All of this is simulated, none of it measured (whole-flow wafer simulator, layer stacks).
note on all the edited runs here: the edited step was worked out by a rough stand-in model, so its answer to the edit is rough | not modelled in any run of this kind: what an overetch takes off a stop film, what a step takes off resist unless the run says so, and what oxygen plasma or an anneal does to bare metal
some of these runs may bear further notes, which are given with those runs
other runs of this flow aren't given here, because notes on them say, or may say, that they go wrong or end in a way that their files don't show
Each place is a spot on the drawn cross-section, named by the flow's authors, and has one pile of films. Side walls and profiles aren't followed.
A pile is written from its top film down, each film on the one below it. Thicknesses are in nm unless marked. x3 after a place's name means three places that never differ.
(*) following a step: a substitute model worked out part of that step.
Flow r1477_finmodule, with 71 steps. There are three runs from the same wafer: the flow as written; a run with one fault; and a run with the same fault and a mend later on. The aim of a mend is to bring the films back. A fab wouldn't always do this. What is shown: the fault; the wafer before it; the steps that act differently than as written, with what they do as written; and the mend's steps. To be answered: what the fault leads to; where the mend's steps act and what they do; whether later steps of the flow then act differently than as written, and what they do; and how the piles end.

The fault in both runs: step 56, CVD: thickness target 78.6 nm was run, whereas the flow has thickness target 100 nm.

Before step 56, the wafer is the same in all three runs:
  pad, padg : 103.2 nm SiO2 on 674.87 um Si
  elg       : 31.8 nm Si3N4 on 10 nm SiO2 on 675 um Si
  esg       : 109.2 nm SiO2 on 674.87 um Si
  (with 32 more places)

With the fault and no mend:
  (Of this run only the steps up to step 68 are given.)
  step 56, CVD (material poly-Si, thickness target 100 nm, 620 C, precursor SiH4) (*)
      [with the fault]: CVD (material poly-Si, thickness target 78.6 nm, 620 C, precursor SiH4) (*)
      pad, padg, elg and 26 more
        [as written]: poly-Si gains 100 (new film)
        [with the fault]: poly-Si gains 78.6 (new film)
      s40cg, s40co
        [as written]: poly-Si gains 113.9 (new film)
        [with the fault]: poly-Si gains 92 (new film)
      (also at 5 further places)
  Steps further on in the flow that do not act as written (2 other steps are not shown; they differ only slightly, by no more than 2% or 0.5 nm, whichever is larger):
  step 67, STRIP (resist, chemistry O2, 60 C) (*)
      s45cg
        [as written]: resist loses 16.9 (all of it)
        [with the fault]: resist loses 17.5 (all of it)
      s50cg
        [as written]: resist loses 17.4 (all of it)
        [with the fault]: resist loses 18.2 (all of it)
  After step 68, at pad, padg, elg and 33 more, the piles differ from the flow's by more than 2% or 0.5 nm, whichever is larger.
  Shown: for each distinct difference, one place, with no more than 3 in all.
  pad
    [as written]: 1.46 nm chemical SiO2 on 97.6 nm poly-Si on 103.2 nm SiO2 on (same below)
    [with the fault]: 1.46 nm chemical SiO2 on 76.2 nm poly-Si on 103.2 nm SiO2 on (same below)
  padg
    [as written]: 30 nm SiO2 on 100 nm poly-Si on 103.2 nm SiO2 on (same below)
    [with the fault]: 30 nm SiO2 on 78.6 nm poly-Si on 103.2 nm SiO2 on (same below)
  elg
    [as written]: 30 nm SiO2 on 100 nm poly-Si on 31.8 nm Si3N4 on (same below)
    [with the fault]: 30 nm SiO2 on 78.6 nm poly-Si on 31.8 nm Si3N4 on (same below)

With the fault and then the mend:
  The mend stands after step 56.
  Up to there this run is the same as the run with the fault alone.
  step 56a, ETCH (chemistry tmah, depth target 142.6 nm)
      pad, padg, elg and 26 more
        poly-Si loses 78.6 (all of it)
      s40cg, s40co
        poly-Si loses 92 (all of it)
      s45cg, s45co
        poly-Si loses 91.3 (all of it)
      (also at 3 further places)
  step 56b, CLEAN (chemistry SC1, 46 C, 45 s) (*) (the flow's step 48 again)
      s40sg_line, s45sg_line, s50sg_line, s40so_line, s45so_line, s50so_line
        SiO2 loses 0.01
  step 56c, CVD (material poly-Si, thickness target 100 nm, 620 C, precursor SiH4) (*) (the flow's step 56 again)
      pad, padg, elg and 26 more
        poly-Si gains 100 (new film)
      s40cg, s40co
        poly-Si gains 113.9 (new film)
      s45cg, s45co
        poly-Si gains 113.4 (new film)
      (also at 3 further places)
  None of the later steps of the flow differs from how it acts as written, at any place that is followed, by more than 2% or 0.5 nm, whichever is larger.
  At the end the piles are close to the flow's at the places that both follow, differing by at most 2% or 0.5 nm, whichever is larger.
